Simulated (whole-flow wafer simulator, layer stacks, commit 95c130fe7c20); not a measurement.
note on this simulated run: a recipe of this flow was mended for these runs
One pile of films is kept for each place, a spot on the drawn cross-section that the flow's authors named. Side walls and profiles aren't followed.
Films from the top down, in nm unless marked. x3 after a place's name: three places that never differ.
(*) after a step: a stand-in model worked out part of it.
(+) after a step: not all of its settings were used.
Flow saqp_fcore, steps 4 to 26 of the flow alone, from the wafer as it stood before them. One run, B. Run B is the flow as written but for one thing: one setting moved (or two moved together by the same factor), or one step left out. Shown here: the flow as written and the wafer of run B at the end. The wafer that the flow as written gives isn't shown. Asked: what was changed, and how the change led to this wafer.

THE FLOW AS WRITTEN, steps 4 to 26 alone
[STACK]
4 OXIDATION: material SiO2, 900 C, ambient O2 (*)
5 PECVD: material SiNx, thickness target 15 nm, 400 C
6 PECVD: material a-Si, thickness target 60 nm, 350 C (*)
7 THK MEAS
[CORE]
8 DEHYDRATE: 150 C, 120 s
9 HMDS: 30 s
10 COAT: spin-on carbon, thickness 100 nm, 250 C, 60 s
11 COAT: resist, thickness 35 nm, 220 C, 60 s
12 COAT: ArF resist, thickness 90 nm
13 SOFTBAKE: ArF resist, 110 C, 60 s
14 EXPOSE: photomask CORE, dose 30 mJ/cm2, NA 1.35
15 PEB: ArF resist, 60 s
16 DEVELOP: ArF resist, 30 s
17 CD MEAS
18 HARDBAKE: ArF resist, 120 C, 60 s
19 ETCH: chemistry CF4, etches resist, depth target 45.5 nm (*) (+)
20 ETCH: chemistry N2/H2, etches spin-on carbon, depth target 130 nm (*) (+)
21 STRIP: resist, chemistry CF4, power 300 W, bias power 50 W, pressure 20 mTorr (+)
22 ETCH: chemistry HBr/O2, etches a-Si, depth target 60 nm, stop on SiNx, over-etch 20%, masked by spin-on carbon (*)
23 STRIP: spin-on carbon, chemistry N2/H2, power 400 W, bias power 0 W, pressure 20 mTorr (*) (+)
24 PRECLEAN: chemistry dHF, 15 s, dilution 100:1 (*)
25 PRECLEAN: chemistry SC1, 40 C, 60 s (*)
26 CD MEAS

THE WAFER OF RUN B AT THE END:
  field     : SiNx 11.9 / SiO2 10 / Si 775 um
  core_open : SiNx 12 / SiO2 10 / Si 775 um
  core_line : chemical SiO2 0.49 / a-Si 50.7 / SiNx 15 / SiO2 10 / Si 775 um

The cause: step 6, PECVD: thickness target 51.4 nm was run, where the flow has thickness target 60 nm.

How the change led to this, step by step:
  6 PECVD: material a-Si, thickness target 60 nm, 350 C (*)
      field, core_open, core_line: a-Si +51.4 (new film) (as written it would be: a-Si +60 (new film))
  22 ETCH: chemistry HBr/O2, etches a-Si, depth target 60 nm, stop on SiNx, over-etch 20%, masked by spin-on carbon (*)
      field: a-Si -28.2 (all of it), SiNx -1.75 (as written it would be: a-Si -36.8 (all of it), SiNx -1.41)
      core_open: a-Si -30.8 (all of it), SiNx -1.65 (as written it would be: a-Si -39.4 (all of it), SiNx -1.3)
      (and at 1 more place)
  23 STRIP: spin-on carbon, chemistry N2/H2, power 400 W, bias power 0 W, pressure 20 mTorr (*) (+)
      core_line: spin-on carbon -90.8 (all of it) (as written it would be: spin-on carbon -88.8 (all of it))
